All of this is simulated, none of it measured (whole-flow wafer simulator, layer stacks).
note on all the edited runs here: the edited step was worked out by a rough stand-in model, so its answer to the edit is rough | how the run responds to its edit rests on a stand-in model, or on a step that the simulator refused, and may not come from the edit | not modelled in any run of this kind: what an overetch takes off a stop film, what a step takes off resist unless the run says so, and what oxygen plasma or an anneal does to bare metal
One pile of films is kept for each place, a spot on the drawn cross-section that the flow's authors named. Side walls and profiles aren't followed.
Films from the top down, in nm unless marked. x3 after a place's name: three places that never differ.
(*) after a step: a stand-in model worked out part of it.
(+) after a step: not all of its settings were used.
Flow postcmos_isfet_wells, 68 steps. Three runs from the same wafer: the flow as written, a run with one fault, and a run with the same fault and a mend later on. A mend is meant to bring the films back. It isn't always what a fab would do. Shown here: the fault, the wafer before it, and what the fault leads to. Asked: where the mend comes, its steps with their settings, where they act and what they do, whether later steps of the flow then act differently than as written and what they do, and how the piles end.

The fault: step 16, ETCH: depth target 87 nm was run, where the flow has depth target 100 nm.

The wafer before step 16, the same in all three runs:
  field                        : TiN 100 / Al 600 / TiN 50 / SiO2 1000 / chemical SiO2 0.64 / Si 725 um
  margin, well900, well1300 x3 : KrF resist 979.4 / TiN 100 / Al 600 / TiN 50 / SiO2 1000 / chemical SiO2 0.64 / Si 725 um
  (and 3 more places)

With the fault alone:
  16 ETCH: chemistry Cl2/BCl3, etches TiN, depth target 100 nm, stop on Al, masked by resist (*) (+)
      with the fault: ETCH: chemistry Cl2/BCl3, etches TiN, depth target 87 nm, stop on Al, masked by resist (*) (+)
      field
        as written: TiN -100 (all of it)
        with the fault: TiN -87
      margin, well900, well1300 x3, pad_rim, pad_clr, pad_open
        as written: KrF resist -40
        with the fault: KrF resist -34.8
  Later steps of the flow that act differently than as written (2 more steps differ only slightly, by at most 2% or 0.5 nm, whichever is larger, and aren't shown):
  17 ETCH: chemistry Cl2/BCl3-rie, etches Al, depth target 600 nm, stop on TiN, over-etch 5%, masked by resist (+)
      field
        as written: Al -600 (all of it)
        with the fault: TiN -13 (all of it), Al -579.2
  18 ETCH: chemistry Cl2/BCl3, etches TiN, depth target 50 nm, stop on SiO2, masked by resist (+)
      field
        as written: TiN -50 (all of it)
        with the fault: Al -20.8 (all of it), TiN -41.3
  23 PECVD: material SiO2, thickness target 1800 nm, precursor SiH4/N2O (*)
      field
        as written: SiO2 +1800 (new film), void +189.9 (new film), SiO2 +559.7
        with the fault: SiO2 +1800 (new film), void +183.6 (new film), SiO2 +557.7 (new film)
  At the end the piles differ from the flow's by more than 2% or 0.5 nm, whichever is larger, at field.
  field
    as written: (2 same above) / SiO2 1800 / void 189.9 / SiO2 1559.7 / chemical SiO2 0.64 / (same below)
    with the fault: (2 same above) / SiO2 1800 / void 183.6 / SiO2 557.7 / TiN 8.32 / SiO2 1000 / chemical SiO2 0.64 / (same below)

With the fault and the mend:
  The mend comes after step 16.
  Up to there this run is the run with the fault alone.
  16a ETCH: chemistry Cl2/BCl3, etches TiN, depth target 13 nm, stop on Al, masked by resist (the flow's step 16 once more, with other settings)
      margin, well900, well1300 x3, pad_rim, pad_clr, pad_open
        KrF resist -5.2
      field
        TiN -13 (all of it)
  No later step of the flow acts differently than as written at any place that is followed.
  At the end the piles are the same as the flow's at every place that both follow.
